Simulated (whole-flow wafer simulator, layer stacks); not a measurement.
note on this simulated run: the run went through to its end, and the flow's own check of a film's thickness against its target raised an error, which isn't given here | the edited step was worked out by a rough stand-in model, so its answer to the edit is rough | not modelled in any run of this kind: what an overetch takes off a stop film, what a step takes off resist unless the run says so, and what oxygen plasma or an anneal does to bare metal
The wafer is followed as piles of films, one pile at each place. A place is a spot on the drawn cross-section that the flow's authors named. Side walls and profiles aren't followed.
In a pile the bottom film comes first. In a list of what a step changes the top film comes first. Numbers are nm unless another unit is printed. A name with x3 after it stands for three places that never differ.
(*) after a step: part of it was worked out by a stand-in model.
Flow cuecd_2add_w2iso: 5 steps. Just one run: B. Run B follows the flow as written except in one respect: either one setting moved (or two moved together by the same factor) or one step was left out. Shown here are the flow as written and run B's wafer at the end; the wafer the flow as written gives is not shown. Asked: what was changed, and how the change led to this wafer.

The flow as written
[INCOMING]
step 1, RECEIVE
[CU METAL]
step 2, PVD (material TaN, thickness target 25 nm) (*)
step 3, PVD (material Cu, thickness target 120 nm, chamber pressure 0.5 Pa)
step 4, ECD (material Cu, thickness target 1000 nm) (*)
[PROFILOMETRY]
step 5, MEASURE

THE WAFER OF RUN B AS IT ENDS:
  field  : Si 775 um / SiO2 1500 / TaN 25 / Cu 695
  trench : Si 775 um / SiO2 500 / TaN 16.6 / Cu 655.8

What caused this: step 4, ECD: thickness target 575 nm was run, while the flow as written has thickness target 1000 nm.

How this came from the change, step by step:
  step 4, ECD (material Cu, thickness target 1000 nm) (*)
      field: Cu gains 575 (it would be, as written: Cu gains 1000)
      trench: Cu gains 575 (it would be, as written: Cu gains 2047.6)
